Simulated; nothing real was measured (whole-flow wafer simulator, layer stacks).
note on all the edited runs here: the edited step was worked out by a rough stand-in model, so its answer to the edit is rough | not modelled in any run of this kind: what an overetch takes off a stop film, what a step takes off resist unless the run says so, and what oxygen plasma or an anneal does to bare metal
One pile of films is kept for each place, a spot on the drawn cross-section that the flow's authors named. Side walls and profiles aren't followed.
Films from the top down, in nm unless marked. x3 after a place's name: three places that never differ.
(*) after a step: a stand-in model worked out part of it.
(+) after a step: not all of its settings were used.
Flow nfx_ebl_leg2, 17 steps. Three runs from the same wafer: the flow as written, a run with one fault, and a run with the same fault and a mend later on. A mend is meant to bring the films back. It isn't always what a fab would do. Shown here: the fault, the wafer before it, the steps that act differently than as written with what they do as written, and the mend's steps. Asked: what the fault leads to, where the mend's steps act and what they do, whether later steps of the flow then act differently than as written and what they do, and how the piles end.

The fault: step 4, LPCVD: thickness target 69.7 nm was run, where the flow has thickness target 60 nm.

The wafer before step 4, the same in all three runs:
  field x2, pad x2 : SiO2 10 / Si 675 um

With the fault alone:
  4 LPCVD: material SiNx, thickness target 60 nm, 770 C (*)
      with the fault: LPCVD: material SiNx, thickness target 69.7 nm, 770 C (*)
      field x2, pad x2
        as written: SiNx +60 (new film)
        with the fault: SiNx +69.7 (new film)
  Later steps of the flow that act differently than as written:
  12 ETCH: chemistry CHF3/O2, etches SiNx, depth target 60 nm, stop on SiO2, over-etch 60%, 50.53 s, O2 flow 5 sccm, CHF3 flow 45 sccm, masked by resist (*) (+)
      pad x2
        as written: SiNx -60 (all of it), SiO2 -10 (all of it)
        with the fault: SiNx -69.7 (all of it), SiO2 -10 (all of it)
  At the end the piles differ from the flow's by more than 2% or 0.5 nm, whichever is larger, at field x2.
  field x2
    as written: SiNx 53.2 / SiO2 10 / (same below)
    with the fault: SiNx 62.9 / SiO2 10 / (same below)

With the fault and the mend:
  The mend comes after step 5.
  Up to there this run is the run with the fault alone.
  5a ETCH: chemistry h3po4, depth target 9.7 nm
      field x2, pad x2
        SiNx -9.7
  No later step of the flow acts differently than as written at any place that is followed.
  At the end the piles are the same as the flow's at every place that both follow.
